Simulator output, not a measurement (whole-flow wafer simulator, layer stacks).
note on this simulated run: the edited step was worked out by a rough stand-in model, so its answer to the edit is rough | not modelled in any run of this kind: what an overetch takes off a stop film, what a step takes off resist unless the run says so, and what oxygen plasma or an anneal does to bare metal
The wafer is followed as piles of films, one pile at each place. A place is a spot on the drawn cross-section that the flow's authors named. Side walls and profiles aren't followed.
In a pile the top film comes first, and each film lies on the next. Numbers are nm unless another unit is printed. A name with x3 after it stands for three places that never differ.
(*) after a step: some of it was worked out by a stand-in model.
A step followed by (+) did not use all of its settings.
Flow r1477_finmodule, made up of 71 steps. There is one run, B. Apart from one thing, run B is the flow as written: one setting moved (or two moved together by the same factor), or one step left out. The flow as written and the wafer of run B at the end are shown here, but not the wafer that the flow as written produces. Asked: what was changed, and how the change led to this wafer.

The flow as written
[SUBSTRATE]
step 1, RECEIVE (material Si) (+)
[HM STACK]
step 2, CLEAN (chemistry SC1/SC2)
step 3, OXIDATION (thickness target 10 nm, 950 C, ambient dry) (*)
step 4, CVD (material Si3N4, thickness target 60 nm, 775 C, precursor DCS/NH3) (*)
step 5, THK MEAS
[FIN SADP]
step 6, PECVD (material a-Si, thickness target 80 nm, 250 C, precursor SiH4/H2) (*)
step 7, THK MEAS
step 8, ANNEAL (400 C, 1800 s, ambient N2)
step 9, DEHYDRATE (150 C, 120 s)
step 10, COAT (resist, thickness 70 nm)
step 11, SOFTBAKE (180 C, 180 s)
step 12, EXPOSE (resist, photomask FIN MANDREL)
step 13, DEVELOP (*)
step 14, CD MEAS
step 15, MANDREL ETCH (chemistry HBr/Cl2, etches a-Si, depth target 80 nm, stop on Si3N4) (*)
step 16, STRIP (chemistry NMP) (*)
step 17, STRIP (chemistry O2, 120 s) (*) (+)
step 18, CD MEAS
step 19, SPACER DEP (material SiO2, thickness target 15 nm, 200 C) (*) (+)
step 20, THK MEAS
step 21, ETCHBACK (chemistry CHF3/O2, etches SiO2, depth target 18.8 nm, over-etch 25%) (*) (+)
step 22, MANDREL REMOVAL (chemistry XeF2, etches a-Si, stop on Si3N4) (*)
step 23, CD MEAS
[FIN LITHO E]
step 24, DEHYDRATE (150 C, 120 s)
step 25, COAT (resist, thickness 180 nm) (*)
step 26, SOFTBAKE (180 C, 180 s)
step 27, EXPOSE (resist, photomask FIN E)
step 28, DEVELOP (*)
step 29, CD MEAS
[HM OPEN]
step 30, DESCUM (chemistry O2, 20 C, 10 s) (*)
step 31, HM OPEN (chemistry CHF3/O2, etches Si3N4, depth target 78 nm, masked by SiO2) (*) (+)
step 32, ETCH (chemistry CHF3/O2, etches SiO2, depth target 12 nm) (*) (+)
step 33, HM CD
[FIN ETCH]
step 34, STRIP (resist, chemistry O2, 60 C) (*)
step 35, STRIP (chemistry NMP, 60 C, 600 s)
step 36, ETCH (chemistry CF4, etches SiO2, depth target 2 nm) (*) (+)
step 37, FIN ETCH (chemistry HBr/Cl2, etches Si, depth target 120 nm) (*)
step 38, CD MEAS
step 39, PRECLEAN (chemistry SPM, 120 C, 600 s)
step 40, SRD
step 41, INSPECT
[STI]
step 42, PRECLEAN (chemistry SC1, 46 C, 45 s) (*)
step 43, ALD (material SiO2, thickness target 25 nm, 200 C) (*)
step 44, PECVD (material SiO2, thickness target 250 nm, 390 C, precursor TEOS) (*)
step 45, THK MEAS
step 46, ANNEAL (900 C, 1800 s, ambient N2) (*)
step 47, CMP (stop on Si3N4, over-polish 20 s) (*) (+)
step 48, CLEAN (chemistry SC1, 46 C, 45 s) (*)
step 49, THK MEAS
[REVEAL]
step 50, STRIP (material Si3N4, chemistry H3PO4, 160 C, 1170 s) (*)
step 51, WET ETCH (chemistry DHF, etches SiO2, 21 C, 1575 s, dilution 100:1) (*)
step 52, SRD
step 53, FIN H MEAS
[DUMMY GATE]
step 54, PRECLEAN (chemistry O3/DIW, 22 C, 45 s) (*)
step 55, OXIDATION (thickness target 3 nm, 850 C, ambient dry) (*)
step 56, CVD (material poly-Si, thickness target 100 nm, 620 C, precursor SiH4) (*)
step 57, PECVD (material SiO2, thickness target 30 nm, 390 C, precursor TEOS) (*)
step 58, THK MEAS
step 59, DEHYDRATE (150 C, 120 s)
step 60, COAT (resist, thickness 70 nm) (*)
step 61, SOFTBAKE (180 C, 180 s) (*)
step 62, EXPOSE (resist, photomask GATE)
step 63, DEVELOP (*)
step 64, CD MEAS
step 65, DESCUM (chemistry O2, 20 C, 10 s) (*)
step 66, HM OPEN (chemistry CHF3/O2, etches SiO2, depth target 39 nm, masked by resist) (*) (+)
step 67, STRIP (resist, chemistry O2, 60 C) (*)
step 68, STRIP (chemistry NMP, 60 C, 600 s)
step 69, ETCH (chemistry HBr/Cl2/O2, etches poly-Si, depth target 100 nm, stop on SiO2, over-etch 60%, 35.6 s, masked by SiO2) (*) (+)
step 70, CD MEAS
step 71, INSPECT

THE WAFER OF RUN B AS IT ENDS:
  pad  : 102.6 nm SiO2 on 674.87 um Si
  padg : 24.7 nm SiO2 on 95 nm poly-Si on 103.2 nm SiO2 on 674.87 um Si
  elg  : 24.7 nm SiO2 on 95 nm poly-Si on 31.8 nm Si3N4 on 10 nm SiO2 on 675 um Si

What caused this: step 56, CVD: thickness target 95 nm was run, while the flow as written has thickness target 100 nm.
The wafer itself shows it: padg has poly-Si 95, and step 56 as written asks for 100 nm.

The path from the change to this, step by step:
  step 56, CVD (material poly-Si, thickness target 100 nm, 620 C, precursor SiH4) (*)
      pad, padg, elg and 26 more: +95 poly-Si (new film) (in the flow as written it would be: +100 poly-Si (new film))
      s40cg, s40co: +108.8 poly-Si (new film) (in the flow as written it would be: +113.9 poly-Si (new film))
      (as well as at 5 more places)
  step 69, ETCH (chemistry HBr/Cl2/O2, etches poly-Si, depth target 100 nm, stop on SiO2, over-etch 60%, 35.6 s, masked by SiO2) (*) (+)
      pad, eso, e40so and 8 more: -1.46 chemical SiO2 (all of it), -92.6 poly-Si (all of it), -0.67 SiO2 (in the flow as written it would be: -1.46 chemical SiO2 (all of it), -97.6 poly-Si (all of it), -0.42 SiO2)
      elo, e40lo, e100lo, e200lo: -1.46 chemical SiO2 (all of it), -92.6 poly-Si (all of it), -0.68 Si3N4 (in the flow as written it would be: -1.46 chemical SiO2 (all of it), -97.6 poly-Si (all of it), -0.22 Si3N4)
      (as well as at 3 more places)
